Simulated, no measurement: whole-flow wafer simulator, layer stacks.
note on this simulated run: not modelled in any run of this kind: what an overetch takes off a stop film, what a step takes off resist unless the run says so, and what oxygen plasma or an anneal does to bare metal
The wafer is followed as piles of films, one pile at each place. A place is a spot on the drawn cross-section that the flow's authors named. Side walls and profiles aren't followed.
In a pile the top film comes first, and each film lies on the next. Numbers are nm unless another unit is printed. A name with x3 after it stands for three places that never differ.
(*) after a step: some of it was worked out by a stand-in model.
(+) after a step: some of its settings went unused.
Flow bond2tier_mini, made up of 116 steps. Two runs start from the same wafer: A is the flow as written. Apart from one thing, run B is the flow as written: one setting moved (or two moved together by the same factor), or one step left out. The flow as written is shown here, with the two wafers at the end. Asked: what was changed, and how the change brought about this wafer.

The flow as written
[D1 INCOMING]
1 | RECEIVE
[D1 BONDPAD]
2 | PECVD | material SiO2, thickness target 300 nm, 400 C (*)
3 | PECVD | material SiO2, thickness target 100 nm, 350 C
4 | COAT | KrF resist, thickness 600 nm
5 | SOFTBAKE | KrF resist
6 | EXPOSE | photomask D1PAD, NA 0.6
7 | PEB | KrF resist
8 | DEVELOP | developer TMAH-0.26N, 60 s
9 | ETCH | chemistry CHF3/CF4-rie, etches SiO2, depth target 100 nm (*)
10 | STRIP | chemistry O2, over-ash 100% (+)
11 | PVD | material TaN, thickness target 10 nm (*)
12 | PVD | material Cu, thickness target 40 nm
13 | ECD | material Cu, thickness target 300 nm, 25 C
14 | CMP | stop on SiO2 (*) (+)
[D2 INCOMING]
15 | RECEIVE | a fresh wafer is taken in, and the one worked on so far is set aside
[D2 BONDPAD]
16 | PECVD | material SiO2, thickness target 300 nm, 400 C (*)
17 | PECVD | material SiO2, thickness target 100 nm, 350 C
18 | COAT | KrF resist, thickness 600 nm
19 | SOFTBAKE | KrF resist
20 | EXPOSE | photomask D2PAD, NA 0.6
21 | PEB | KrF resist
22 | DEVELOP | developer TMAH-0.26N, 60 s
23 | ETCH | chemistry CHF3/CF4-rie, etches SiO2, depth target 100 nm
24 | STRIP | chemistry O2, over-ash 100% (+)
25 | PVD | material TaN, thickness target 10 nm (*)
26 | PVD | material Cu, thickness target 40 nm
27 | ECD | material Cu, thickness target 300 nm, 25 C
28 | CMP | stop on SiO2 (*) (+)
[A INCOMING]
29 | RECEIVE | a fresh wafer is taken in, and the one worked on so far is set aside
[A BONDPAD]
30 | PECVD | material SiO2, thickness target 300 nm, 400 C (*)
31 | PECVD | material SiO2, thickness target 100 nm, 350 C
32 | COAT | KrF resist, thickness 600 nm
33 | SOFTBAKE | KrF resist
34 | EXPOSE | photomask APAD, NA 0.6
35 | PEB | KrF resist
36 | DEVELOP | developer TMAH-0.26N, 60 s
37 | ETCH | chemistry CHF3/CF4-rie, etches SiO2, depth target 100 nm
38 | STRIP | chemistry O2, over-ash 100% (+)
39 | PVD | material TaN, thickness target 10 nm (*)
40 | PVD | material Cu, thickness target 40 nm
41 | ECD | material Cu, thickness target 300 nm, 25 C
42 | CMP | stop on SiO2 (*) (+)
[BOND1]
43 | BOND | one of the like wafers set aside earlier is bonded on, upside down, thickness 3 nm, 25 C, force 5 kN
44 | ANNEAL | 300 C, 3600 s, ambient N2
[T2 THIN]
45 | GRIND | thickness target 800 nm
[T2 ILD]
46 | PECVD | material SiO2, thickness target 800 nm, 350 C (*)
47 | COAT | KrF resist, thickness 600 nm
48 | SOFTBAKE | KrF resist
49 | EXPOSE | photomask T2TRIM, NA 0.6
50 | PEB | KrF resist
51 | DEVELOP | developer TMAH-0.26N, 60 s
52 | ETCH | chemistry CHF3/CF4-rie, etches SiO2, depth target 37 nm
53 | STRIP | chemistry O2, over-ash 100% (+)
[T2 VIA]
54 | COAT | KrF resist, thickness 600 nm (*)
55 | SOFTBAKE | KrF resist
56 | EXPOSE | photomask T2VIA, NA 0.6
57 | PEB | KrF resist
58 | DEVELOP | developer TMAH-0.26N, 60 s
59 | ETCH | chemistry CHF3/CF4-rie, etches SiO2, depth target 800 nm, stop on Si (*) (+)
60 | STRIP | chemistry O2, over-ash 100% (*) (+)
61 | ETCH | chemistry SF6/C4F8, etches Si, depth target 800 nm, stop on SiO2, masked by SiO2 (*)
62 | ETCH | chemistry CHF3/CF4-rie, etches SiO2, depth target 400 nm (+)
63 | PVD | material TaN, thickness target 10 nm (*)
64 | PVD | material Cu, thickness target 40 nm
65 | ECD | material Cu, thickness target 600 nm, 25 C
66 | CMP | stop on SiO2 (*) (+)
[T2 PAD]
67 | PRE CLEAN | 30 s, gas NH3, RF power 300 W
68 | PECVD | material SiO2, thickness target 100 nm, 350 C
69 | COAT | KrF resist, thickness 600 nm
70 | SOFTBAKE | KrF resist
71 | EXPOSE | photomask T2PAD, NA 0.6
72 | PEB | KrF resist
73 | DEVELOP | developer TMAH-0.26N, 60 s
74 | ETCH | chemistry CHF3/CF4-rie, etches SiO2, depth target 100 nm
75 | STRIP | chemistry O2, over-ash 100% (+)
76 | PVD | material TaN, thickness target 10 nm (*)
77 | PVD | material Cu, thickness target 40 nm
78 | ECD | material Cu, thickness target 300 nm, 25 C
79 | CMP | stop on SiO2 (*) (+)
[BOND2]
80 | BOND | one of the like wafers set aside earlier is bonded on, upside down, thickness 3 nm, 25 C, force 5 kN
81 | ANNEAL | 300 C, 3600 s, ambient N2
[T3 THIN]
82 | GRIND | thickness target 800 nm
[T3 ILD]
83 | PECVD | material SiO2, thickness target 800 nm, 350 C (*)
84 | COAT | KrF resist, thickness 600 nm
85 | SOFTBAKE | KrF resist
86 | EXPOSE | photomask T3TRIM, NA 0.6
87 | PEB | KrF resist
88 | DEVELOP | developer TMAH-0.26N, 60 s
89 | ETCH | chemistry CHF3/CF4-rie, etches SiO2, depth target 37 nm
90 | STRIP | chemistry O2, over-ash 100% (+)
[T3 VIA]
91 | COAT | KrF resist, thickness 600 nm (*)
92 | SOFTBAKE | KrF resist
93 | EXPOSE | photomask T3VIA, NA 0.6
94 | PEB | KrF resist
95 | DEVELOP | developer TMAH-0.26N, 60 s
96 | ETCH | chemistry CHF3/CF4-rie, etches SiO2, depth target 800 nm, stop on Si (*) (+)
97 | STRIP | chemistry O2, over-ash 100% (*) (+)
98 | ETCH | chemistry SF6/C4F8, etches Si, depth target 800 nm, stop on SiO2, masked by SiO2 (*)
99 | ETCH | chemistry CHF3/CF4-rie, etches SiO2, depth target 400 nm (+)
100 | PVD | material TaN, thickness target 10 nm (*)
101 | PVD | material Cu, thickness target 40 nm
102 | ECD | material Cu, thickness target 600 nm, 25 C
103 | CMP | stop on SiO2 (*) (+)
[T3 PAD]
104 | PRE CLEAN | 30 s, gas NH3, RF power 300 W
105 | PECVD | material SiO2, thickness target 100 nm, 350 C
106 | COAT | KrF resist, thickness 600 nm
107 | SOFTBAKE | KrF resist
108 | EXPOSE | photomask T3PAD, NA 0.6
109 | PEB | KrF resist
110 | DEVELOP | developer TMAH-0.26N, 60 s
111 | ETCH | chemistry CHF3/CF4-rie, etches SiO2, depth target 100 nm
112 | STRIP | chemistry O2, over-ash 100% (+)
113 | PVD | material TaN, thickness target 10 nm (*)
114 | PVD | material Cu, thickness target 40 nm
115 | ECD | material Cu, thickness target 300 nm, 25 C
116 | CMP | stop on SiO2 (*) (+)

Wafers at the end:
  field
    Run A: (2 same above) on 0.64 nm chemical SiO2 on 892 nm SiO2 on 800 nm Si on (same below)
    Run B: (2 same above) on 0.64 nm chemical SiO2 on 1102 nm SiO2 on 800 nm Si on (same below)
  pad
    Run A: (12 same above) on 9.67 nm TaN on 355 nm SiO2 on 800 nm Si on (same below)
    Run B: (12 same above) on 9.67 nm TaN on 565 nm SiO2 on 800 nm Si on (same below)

Cause: step 62, ETCH: depth target 190 nm was run, though the flow has depth target 400 nm.

How this came from the change, step by step:
  62 | ETCH | chemistry CHF3/CF4-rie, etches SiO2, depth target 400 nm (+)
      field, pad: A SiO2 loses 400 | B SiO2 loses 190
